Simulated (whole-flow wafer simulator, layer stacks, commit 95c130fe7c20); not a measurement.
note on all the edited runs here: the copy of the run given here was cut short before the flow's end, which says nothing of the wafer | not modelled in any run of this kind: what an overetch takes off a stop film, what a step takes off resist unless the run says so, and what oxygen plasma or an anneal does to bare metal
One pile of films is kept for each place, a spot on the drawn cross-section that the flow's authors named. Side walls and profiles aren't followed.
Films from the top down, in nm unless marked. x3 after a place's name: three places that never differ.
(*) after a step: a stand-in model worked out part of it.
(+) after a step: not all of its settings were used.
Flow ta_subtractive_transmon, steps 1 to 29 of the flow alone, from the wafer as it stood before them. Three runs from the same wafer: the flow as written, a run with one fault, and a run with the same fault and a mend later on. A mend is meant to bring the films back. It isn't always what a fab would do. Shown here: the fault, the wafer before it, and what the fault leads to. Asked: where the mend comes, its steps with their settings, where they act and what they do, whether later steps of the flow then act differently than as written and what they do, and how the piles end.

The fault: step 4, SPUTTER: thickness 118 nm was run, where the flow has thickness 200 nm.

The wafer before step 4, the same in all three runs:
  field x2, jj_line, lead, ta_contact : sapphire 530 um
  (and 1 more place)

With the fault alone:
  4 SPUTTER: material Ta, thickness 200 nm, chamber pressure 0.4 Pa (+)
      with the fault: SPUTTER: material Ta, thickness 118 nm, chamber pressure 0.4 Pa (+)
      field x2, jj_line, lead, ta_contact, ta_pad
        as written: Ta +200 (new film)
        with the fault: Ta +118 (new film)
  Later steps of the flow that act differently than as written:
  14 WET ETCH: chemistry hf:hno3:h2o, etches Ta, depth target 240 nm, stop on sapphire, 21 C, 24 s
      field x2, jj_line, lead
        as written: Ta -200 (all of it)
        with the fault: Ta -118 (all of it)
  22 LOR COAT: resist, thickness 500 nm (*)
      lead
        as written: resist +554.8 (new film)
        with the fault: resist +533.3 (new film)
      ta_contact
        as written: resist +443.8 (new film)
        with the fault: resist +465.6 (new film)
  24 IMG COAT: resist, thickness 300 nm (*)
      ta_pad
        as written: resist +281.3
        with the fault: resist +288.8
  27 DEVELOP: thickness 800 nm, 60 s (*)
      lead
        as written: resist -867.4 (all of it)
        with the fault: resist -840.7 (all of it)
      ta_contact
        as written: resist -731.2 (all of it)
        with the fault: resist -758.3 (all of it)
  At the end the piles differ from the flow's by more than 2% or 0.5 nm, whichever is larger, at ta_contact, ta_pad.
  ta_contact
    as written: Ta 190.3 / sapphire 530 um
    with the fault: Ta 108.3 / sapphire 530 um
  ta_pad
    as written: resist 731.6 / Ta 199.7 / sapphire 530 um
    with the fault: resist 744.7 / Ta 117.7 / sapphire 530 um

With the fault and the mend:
  The mend comes after step 5.
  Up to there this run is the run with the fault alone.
  5a SPUTTER: material Ta, thickness 82 nm, chamber pressure 0.4 Pa (+) (the flow's step 4 once more, with other settings)
      field x2, jj_line, lead, ta_contact, ta_pad
        Ta +82
  No later step of the flow acts differently than as written at any place that is followed.
  At the end the piles are the same as the flow's at every place that both follow.
